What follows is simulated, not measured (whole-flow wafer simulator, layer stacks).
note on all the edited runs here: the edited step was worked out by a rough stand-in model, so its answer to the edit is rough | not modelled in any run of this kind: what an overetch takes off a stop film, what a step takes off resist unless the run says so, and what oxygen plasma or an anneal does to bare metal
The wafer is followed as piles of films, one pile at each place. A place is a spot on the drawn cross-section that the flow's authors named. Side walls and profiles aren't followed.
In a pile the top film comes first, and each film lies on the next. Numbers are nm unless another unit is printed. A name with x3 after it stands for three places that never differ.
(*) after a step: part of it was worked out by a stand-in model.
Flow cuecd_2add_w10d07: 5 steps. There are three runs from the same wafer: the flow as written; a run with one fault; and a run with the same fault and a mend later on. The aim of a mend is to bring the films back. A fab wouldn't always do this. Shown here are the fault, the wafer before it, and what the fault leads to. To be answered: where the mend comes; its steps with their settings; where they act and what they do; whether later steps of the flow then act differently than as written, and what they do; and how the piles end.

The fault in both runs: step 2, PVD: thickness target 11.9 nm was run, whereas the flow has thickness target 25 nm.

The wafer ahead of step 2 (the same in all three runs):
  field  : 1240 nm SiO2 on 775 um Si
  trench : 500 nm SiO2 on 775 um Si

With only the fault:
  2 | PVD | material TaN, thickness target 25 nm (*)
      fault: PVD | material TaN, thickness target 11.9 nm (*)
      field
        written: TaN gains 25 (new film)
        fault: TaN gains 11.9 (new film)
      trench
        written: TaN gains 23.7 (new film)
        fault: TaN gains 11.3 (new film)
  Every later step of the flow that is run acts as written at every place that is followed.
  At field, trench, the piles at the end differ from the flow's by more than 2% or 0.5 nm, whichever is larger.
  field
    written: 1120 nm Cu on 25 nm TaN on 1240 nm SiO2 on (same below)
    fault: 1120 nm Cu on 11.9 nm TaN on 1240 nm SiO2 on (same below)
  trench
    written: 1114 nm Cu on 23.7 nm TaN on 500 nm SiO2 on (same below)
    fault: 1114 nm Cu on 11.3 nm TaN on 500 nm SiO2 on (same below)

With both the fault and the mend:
  The mend stands after step 2.
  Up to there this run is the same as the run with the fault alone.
  2a | PVD | material TaN, thickness target 13.1 nm (*) (the flow's step 2, run once more with other settings)
      field
        TaN gains 13.1
      trench
        TaN gains 12.4
  Every later step of the flow that is run acts as written at every place that is followed.
  By the end, the piles equal the flow's at every place that both follow.
